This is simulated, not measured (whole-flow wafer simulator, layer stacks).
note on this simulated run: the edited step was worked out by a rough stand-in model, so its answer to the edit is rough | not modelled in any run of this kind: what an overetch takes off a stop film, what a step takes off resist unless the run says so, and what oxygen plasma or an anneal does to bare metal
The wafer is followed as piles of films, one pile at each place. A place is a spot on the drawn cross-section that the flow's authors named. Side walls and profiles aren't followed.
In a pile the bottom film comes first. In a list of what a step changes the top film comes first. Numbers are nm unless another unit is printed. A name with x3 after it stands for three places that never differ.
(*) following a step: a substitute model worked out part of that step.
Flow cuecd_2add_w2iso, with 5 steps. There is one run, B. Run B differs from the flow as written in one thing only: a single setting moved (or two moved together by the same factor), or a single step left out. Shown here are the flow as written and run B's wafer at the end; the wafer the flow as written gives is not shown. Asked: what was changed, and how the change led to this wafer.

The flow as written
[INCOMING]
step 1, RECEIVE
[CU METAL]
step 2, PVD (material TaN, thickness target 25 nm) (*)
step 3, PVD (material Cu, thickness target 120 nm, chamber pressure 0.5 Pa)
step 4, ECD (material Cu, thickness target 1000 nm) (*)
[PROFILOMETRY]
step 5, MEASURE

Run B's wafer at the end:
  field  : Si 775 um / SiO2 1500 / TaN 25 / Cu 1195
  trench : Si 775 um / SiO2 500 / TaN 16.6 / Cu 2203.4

The reason: step 4, ECD: thickness target 1075 nm was run, whereas the flow has thickness target 1000 nm.

How this came from the change, step by step:
  step 4, ECD (material Cu, thickness target 1000 nm) (*)
      field: Cu gains 1075 (as written it would have been: Cu gains 1000)
      trench: Cu gains 2122.6 (as written it would have been: Cu gains 2047.6)
